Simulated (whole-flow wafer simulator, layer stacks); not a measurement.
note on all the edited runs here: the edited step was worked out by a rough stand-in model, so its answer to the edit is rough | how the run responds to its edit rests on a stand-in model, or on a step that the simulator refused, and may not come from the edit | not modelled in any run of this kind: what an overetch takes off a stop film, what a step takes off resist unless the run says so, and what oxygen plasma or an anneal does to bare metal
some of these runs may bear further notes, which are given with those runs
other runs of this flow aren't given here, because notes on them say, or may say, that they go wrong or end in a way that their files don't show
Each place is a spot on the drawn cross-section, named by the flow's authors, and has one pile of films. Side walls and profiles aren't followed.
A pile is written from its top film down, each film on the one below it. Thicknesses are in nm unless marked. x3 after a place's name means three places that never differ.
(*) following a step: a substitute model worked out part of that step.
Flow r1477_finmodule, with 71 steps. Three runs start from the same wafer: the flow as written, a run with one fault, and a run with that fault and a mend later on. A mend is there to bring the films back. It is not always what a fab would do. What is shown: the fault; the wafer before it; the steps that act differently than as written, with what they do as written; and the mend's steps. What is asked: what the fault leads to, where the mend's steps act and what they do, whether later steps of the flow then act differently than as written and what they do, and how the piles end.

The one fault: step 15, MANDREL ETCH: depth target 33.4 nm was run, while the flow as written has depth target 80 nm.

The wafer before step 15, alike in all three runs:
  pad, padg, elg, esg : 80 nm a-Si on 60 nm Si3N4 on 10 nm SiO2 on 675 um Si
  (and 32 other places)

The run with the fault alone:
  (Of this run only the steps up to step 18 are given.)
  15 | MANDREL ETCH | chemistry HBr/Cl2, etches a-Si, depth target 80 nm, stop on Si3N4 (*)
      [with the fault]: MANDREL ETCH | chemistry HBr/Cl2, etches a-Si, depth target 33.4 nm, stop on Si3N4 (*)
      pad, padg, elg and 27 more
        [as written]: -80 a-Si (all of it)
        [with the fault]: -33.4 a-Si
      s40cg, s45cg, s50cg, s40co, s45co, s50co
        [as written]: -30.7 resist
        [with the fault]: -12.8 resist
  Steps later in the flow that act otherwise than as written:
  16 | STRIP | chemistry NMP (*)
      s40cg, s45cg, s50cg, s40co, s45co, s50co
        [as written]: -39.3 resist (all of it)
        [with the fault]: -57.2 resist (all of it)
  The piles after step 18 differ from the flow's at pad, padg, elg and 27 more by more than 2% or 0.5 nm, whichever is larger.
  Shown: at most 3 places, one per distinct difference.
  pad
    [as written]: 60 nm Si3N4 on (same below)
    [with the fault]: 46.6 nm a-Si on 60 nm Si3N4 on (same below)

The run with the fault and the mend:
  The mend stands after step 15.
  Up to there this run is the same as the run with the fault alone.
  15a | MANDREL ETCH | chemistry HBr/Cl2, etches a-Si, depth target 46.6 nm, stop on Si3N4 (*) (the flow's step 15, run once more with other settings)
      pad, padg, elg and 27 more
        -46.6 a-Si (all of it)
      s40cg, s45cg, s50cg, s40co, s45co, s50co
        -17.9 resist
  Every later step of the flow that is run acts as written at every place that is followed.
  At every place that both follow, the piles at the end match the flow's.
